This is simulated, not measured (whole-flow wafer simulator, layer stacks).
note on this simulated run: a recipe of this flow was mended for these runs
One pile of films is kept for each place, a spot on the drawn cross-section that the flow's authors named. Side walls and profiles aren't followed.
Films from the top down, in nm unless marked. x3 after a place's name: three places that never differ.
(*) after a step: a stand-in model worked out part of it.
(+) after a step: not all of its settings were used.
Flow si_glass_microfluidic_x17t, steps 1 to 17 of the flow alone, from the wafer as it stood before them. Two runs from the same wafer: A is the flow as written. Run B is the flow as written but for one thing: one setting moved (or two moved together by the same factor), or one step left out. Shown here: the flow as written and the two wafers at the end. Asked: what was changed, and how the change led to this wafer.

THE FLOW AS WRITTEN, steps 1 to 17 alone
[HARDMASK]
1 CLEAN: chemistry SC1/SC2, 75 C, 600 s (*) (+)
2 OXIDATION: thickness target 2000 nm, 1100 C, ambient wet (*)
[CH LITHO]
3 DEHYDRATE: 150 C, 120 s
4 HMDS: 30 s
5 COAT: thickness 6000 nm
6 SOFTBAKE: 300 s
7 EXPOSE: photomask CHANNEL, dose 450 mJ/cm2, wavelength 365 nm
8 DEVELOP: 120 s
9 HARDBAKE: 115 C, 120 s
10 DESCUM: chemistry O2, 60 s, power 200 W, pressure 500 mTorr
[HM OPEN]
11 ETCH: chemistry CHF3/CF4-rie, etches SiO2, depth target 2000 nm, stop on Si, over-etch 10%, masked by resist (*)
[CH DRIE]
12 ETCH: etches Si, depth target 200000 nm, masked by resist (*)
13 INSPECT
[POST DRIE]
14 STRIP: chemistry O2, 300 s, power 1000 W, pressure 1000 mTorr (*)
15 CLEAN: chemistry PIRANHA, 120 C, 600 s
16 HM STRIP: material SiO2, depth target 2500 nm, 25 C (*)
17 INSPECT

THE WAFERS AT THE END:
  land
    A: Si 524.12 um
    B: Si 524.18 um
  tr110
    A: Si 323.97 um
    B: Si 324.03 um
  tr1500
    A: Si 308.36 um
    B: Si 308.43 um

The cause: step 2, OXIDATION: thickness target 1850 nm was run, where the flow has thickness target 2000 nm.

How the change led to this, step by step:
  2 OXIDATION: thickness target 2000 nm, 1100 C, ambient wet (*)
      land, tr110, tr1500, tr15: A SiO2 +2000 (new film), chemical SiO2 -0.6 (all of it), Si -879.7 | B SiO2 +1850 (new film), chemical SiO2 -0.6 (all of it), Si -813.7
  11 ETCH: chemistry CHF3/CF4-rie, etches SiO2, depth target 2000 nm, stop on Si, over-etch 10%, masked by resist (*)
      tr110, tr1500, tr15: A SiO2 -2000 (all of it), Si -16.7 | B SiO2 -1850 (all of it), Si -29.2
      land: A thick-i-line-resist -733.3 | B thick-i-line-resist -678.3
  12 ETCH: etches Si, depth target 200000 nm, masked by resist (*)
      tr1500: A Si -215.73 um | B Si -215.72 um
      tr15: A Si -149.99 um | B Si -150.02 um
  14 STRIP: chemistry O2, 300 s, power 1000 W, pressure 1000 mTorr (*)
      land: A thick-i-line-resist -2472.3 (all of it) | B thick-i-line-resist -2527.5 (all of it)
  16 HM STRIP: material SiO2, depth target 2500 nm, 25 C (*)
      land: A SiO2 -2000 (all of it) | B SiO2 -1850 (all of it)
